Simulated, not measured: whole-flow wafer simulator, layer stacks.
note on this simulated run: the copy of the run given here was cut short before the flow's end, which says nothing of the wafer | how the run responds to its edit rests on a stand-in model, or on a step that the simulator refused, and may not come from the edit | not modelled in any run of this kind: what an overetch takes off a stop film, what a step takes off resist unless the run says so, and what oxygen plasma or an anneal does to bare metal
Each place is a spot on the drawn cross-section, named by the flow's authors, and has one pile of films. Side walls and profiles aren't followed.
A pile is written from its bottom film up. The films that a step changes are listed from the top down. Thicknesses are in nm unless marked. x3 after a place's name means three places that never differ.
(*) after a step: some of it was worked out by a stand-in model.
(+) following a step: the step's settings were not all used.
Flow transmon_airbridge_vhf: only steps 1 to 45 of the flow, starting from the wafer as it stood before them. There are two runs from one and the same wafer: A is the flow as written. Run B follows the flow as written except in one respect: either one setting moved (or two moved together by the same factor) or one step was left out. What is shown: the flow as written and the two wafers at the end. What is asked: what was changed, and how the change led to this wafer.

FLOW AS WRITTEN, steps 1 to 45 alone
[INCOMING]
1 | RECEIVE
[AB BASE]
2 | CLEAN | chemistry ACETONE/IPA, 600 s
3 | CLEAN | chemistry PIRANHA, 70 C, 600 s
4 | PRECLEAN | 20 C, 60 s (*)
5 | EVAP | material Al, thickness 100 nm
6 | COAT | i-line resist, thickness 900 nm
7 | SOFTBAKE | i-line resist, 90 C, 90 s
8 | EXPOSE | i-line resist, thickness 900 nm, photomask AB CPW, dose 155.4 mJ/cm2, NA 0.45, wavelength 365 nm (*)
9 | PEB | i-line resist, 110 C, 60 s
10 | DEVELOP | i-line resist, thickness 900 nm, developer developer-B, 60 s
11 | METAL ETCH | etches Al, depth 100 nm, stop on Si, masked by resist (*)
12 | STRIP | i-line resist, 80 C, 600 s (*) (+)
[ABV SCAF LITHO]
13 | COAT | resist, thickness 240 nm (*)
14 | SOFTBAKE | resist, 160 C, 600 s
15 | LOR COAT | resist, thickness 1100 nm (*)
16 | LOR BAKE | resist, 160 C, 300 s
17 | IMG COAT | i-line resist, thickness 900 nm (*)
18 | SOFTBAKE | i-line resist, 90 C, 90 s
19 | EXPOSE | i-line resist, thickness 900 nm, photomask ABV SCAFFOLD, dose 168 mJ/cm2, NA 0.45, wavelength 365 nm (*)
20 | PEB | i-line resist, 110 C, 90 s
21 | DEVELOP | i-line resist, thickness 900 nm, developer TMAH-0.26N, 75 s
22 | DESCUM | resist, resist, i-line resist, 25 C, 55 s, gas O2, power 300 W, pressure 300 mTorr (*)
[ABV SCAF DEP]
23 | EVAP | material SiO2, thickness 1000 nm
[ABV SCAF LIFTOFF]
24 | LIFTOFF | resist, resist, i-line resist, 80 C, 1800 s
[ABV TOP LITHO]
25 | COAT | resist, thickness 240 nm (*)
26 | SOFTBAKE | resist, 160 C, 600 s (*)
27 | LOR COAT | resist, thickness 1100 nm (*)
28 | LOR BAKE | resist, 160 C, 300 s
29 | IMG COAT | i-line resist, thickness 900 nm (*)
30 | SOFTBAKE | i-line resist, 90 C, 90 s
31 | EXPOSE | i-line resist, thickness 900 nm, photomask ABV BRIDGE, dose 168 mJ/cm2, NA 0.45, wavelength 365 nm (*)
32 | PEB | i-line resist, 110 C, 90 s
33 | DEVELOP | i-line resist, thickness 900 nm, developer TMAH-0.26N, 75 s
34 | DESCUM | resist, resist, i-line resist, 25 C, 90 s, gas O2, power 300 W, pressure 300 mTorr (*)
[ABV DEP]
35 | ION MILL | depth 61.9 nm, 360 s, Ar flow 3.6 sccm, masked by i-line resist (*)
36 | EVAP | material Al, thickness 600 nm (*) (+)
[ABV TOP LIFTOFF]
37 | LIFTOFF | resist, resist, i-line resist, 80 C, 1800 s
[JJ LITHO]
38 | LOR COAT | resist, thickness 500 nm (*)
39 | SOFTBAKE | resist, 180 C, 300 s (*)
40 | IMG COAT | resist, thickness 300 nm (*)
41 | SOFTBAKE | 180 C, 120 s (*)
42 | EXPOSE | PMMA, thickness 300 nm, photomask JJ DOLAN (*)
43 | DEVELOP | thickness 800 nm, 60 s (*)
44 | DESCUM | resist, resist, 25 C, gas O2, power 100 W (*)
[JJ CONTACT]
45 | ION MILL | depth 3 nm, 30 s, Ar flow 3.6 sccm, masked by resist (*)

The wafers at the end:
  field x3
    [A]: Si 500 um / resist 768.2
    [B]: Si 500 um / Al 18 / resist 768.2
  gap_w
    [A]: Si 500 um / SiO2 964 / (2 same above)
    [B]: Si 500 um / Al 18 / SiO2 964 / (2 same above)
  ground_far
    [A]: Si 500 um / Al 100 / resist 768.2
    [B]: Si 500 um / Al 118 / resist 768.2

The reason: step 5, EVAP: thickness 118 nm was run, while the flow as written has thickness 100 nm.
The wafer lets one read it off: ground_far has Al 118, and step 5 as written asks for 100 nm.

The path from the change to this, step by step:
  5 | EVAP | material Al, thickness 100 nm
      field x3, jj_line, ground_far and 12 more: A Al gains 100 (new film) | B Al gains 118 (new film)
  11 | METAL ETCH | etches Al, depth 100 nm, stop on Si, masked by resist (*)
      field x3, jj_line, gap_w, gap_e: A Al loses 100 (all of it) | B Al loses 100
  45 | ION MILL | depth 3 nm, 30 s, Ar flow 3.6 sccm, masked by resist (*)
      jj_line: A Si loses 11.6 | B Al loses 18 (all of it), Si loses 1.49
If metal films that touch count as one body, field x3 has 1 body; the flow as written gives 0 bodies.
If metal films that touch count as one body, gap_w has 2 bodies (between them, from the top down: SiO2 964); the flow as written gives 1 body.
